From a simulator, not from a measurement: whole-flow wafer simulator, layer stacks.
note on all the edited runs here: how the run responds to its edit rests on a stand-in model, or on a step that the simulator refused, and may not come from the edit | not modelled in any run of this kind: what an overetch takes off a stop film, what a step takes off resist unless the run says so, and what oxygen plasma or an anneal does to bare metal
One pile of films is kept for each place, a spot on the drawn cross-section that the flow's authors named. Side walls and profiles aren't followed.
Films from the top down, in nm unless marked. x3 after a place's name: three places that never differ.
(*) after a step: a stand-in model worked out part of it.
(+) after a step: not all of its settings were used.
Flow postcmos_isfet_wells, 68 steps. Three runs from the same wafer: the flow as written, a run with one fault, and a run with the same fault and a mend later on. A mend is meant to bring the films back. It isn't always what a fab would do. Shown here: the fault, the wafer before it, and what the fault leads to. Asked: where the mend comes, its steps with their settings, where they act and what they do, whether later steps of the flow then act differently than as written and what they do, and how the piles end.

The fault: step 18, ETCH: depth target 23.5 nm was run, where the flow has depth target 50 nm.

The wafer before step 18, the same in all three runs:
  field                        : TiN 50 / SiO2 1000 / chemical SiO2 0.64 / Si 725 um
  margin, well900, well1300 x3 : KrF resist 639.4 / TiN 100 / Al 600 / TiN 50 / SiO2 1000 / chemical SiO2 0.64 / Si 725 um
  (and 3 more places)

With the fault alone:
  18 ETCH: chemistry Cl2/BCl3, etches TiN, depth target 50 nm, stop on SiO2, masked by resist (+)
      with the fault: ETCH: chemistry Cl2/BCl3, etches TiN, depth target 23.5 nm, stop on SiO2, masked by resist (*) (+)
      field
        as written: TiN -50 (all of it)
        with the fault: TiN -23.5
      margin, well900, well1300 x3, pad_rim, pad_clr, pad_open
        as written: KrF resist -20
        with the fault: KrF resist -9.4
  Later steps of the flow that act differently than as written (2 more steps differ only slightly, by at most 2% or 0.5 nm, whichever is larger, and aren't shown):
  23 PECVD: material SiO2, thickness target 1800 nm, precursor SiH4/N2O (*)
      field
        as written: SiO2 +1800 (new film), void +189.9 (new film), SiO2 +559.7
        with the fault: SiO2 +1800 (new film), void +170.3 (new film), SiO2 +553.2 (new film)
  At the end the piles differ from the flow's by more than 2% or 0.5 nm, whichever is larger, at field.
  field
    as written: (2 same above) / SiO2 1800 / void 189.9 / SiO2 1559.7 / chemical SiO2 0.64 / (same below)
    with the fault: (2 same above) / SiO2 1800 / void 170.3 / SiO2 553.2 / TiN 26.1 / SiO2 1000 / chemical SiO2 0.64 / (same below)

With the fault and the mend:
  The mend comes after step 18.
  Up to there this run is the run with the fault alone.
  18a ETCH: chemistry Cl2/BCl3, etches TiN, depth target 26.5 nm, stop on SiO2, masked by resist (the flow's step 18 once more, with other settings)
      margin, well900, well1300 x3, pad_rim, pad_clr, pad_open
        KrF resist -10.6
      field
        TiN -26.5 (all of it)
  No later step of the flow acts differently than as written at any place that is followed.
  At the end the piles are the same as the flow's at every place that both follow.
